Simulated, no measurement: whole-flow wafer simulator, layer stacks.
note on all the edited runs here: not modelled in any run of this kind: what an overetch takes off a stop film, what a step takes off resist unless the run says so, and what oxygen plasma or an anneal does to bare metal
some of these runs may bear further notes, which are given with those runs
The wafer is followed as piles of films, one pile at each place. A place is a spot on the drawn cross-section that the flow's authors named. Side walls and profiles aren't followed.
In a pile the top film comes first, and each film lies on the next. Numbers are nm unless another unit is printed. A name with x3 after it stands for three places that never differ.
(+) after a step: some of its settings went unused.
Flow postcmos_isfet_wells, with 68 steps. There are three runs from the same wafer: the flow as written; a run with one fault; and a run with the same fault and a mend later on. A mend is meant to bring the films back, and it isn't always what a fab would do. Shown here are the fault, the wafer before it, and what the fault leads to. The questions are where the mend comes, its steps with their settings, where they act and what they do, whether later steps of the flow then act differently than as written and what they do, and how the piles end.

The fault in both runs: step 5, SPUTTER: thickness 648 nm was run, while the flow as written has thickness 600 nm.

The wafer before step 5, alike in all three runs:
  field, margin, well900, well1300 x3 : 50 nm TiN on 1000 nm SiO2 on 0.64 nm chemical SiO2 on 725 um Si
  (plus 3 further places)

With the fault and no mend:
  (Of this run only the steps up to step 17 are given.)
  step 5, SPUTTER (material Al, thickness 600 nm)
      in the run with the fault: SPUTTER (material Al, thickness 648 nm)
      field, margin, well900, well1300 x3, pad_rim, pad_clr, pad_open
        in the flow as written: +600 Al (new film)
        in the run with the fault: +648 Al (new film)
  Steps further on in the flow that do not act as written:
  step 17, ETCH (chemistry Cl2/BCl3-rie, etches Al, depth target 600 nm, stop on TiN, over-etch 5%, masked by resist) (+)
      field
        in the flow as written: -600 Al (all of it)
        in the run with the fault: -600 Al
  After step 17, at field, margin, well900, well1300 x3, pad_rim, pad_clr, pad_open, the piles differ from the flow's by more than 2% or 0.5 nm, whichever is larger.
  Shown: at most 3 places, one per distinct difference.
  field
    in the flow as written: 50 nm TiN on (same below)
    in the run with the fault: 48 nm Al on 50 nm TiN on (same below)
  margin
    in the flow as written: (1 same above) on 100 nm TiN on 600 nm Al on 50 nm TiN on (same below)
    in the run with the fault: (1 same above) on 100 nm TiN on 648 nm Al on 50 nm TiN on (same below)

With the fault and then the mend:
  After step 5 comes the mend.
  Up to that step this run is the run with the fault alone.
  step 5a, ETCH (chemistry al pan, depth target 745.2 nm)
      field, margin, well900, well1300 x3, pad_rim, pad_clr, pad_open
        -648 Al (all of it)
  step 5b, SPUTTER (material Al, thickness 600 nm) (the flow's step 5 again)
      field, margin, well900, well1300 x3, pad_rim, pad_clr, pad_open
        +600 Al (new film)
  None of the later steps of the flow acts differently than as written at any place that is followed.
  By the end, the piles equal the flow's at every place that both follow.
